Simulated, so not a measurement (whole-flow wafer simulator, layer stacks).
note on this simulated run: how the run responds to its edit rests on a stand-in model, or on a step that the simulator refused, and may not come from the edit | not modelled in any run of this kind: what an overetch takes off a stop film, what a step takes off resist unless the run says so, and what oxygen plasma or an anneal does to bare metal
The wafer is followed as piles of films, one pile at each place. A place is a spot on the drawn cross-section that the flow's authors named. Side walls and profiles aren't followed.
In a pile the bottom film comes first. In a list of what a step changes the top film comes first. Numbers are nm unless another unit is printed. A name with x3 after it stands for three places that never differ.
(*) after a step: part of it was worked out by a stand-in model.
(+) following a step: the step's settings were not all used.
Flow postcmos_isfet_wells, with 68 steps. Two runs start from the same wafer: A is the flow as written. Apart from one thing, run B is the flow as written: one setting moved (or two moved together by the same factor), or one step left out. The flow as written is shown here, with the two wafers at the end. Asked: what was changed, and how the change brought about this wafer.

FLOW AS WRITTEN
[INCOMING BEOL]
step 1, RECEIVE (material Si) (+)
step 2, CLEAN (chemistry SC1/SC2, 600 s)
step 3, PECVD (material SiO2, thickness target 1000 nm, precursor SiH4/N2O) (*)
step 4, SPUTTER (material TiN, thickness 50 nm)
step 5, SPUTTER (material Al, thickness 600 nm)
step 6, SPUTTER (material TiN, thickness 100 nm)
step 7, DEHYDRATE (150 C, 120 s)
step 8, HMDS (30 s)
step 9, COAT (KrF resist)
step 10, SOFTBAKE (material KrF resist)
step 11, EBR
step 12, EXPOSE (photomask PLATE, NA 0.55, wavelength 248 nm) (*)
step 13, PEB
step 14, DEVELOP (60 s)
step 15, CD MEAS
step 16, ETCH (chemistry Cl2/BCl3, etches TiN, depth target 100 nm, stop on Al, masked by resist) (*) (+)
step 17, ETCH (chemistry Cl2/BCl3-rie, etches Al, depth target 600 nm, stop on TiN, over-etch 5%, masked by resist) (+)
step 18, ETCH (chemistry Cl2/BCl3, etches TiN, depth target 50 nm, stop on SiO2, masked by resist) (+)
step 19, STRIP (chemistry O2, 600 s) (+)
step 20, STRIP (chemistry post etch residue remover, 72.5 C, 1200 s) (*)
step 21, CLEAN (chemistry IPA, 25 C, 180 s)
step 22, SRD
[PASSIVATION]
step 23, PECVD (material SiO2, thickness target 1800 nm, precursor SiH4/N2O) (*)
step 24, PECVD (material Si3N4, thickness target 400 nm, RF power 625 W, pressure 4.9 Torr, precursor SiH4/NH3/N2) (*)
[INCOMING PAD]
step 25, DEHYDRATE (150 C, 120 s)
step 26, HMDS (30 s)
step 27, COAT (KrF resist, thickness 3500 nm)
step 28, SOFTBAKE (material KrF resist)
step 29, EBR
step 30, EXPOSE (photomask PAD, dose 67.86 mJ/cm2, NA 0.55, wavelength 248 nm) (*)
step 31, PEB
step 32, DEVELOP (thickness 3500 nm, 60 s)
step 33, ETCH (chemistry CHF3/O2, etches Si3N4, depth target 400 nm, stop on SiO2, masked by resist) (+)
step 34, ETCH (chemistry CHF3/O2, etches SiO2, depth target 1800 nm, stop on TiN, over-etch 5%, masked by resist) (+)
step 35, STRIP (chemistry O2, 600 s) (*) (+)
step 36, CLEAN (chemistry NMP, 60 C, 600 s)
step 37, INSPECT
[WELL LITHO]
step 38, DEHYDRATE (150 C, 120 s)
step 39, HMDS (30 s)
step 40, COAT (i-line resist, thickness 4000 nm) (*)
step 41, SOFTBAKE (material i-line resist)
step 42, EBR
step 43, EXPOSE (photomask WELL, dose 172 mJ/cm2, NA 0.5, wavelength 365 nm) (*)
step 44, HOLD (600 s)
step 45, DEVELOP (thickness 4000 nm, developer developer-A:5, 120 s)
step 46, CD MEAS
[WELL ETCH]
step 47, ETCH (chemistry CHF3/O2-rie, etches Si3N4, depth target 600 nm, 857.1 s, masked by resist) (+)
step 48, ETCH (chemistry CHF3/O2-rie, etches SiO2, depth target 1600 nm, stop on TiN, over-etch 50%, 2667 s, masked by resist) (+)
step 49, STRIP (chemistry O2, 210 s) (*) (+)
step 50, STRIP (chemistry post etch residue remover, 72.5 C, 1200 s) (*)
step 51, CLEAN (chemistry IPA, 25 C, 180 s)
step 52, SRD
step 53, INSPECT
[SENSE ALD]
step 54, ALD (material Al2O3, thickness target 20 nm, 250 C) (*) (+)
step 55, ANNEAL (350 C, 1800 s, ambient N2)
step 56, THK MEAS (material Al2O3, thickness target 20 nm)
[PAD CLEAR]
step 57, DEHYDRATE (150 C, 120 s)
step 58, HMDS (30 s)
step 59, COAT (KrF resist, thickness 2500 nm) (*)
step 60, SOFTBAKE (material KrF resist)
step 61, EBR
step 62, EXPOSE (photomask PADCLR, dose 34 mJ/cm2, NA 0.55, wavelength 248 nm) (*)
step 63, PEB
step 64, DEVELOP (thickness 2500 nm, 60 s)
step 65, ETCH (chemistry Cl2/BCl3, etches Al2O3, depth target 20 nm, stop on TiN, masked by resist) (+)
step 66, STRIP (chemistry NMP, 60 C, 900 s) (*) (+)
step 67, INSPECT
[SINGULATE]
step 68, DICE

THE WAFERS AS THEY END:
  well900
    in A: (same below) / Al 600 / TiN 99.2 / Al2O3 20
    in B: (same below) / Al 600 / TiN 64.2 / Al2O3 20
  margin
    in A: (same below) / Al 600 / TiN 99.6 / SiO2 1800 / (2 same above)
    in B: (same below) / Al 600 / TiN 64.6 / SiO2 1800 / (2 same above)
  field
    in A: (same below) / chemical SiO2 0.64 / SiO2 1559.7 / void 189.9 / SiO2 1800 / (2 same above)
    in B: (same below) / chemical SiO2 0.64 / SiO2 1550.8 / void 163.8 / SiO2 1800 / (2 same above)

What caused this: step 6, SPUTTER: thickness 65 nm was run, while the flow as written has thickness 100 nm.

The path from the change to this, step by step:
  step 6, SPUTTER (material TiN, thickness 100 nm)
      field, margin, well900, well1300 x3, pad_rim, pad_clr, pad_open: A +100 TiN (new film) | B +65 TiN (new film)
  step 16, ETCH (chemistry Cl2/BCl3, etches TiN, depth target 100 nm, stop on Al, masked by resist) (*) (+)
      margin, well900, well1300 x3, pad_rim, pad_clr, pad_open: A -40 KrF resist | B -39 KrF resist
      field: A -100 TiN (all of it) | B -65 TiN (all of it)
  step 23, PECVD (material SiO2, thickness target 1800 nm, precursor SiH4/N2O) (*)
      field: A +1800 SiO2 (new film), +189.9 void (new film), +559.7 SiO2 | B +1800 SiO2 (new film), +163.8 void (new film), +550.8 SiO2
